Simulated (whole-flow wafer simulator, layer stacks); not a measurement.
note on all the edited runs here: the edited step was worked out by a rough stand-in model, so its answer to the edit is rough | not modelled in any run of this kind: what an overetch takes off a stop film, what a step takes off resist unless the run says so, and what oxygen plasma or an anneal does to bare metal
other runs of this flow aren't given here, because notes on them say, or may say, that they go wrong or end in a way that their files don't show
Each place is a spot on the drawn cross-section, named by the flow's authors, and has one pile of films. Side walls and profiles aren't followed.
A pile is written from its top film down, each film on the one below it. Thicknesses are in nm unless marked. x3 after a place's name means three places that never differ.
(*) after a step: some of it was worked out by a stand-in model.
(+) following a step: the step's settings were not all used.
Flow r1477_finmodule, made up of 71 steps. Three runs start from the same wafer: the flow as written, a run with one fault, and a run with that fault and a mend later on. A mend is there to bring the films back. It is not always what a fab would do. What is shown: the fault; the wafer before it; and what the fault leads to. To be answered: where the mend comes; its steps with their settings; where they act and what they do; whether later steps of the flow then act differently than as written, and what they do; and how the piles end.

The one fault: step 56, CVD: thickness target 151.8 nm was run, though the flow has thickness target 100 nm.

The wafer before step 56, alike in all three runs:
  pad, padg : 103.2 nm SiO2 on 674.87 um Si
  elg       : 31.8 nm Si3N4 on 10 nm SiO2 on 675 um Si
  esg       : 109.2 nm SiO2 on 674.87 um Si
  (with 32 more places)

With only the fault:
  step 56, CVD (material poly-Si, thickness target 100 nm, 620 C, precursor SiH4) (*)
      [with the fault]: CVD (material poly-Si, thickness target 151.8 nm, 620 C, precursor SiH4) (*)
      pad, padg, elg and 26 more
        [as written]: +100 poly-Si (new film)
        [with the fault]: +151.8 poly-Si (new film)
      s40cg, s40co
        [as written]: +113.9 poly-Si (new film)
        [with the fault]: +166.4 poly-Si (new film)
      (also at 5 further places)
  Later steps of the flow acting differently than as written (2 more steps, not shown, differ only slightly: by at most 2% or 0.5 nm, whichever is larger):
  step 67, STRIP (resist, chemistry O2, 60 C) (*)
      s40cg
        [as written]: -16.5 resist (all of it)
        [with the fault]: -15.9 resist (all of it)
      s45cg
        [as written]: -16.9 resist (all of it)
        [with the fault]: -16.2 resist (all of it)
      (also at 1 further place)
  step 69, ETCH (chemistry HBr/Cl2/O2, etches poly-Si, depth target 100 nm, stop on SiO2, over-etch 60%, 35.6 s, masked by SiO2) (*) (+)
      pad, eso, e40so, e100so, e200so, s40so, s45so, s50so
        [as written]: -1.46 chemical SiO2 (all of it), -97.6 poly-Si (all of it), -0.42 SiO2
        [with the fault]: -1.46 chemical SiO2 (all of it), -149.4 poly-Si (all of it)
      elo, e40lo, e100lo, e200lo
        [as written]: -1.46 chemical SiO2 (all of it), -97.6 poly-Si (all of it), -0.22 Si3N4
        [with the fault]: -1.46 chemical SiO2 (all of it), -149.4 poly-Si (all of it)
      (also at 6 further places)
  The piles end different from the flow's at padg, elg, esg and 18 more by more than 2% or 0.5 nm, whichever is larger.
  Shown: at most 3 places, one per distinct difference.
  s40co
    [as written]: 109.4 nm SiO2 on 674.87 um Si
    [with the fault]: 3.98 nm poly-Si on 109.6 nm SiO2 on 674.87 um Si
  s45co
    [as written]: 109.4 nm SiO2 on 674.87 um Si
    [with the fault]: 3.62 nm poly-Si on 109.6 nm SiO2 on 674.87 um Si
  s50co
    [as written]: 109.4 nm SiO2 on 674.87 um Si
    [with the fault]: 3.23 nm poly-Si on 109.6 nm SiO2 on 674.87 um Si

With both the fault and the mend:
  The mend stands after step 56.
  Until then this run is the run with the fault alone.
  step 56a, ETCH (chemistry tmah, depth target 268.4 nm)
      pad, padg, elg and 26 more
        -151.8 poly-Si (all of it)
      s40cg, s40co
        -166.4 poly-Si (all of it)
      s45cg, s45co
        -166.1 poly-Si (all of it)
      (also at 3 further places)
  step 56b, CLEAN (chemistry SC1, 46 C, 45 s) (*) (the flow's step 48, run once more)
      s40sg_line, s45sg_line, s50sg_line, s40so_line, s45so_line, s50so_line
        -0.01 SiO2
  step 56c, CVD (material poly-Si, thickness target 100 nm, 620 C, precursor SiH4) (*) (the flow's step 56, run once more)
      pad, padg, elg and 26 more
        +100 poly-Si (new film)
      s40cg, s40co
        +113.9 poly-Si (new film)
      s45cg, s45co
        +113.4 poly-Si (new film)
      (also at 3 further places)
  None of the later steps of the flow differs from how it acts as written, at any place that is followed, by more than 2% or 0.5 nm, whichever is larger.
  At the end the piles are close to the flow's at the places that both follow, differing by at most 2% or 0.5 nm, whichever is larger.
